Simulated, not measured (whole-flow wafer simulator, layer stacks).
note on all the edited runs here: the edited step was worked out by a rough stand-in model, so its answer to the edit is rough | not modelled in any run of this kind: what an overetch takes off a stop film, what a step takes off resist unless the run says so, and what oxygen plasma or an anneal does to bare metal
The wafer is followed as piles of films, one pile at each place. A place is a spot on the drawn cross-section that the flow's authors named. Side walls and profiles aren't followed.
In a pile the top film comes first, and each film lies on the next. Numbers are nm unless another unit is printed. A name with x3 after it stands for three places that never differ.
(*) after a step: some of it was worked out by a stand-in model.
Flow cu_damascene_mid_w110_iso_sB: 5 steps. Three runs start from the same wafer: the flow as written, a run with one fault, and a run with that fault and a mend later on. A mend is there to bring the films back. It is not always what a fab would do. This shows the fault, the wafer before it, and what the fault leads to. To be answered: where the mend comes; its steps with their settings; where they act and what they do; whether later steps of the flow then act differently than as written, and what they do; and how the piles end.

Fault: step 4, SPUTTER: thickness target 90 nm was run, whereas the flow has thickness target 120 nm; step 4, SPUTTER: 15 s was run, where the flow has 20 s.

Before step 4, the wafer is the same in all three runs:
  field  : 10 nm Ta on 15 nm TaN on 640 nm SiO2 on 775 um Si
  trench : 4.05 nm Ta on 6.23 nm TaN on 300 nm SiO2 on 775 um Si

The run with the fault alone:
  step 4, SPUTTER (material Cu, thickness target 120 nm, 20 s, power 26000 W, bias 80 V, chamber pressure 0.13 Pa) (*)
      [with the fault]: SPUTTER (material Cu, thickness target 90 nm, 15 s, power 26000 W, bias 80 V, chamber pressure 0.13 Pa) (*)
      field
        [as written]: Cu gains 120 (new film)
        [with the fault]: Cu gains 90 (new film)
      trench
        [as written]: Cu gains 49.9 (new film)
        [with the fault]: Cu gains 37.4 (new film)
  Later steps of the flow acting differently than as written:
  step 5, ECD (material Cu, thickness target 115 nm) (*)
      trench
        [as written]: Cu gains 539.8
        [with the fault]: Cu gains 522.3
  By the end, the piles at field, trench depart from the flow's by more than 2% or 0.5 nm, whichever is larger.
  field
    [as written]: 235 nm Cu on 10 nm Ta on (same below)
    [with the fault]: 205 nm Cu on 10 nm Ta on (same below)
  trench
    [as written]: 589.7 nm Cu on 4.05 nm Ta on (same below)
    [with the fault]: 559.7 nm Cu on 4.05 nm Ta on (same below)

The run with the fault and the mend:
  The mend follows step 4.
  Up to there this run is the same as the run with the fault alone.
  step 4a, SPUTTER (material Cu, thickness target 30 nm, 5 s, power 26000 W, bias 80 V, chamber pressure 0.13 Pa) (*) (the flow's step 4 again, with other settings)
      field
        Cu gains 30
      trench
        Cu gains 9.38
  None of the later steps of the flow differs from how it acts as written, at any place that is followed, by more than 2% or 0.5 nm, whichever is larger.
  At every place that both follow, the piles at the end match the flow's.
